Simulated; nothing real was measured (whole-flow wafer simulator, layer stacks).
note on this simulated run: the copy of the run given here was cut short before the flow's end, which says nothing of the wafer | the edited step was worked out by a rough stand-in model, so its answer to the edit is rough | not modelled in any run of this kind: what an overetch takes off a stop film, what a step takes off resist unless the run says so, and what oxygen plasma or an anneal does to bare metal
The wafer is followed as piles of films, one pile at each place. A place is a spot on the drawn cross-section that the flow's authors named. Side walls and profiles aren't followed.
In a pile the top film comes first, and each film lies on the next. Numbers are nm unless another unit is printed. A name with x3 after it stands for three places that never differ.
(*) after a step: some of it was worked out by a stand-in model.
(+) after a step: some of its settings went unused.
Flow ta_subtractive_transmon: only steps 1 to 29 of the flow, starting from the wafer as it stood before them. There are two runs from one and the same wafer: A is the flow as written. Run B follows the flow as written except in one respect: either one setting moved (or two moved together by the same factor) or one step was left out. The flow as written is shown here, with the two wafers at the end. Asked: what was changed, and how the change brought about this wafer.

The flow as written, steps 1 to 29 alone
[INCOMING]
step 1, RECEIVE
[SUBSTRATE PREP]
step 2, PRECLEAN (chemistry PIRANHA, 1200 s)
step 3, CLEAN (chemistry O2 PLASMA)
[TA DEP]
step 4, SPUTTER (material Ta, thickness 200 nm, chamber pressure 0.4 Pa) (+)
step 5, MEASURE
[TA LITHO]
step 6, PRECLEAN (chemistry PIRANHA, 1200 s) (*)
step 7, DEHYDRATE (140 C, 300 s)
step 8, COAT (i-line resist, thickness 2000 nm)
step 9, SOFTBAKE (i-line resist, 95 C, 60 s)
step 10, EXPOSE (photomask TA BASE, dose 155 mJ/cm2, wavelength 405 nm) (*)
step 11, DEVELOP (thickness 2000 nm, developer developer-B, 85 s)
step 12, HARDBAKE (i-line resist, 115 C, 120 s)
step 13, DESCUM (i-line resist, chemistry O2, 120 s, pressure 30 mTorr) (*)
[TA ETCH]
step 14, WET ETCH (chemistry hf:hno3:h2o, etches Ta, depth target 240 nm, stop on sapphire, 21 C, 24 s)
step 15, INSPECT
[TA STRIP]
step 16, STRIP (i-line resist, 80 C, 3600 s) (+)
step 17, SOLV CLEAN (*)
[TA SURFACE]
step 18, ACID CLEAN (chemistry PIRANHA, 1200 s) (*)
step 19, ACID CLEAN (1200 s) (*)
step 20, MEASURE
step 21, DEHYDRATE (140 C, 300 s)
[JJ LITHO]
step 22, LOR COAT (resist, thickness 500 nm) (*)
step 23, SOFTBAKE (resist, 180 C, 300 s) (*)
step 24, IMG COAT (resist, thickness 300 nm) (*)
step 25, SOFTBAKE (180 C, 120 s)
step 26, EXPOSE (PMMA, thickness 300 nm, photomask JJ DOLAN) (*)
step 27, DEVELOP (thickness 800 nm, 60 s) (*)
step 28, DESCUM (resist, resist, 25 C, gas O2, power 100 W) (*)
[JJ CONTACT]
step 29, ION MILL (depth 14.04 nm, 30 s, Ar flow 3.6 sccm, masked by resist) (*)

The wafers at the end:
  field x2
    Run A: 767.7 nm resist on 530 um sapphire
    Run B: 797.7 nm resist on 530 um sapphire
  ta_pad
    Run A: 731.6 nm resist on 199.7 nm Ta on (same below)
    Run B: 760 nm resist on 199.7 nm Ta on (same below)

Cause: step 24, IMG COAT: thickness 330 nm was run, while the flow as written has thickness 300 nm.

Step by step, how the change led to this:
  step 24, IMG COAT (resist, thickness 300 nm) (*)
      field x2, jj_line: A resist gains 300 | B resist gains 330
      lead: A resist gains 312.6 | B resist gains 343.5
      (and at 2 other places as well)
  step 27, DEVELOP (thickness 800 nm, 60 s) (*)
      jj_line: A resist loses 800 (all of it) | B resist loses 830 (all of it)
      lead: A resist loses 867.4 (all of it) | B resist loses 898.3 (all of it)
      (and at 1 other place as well)
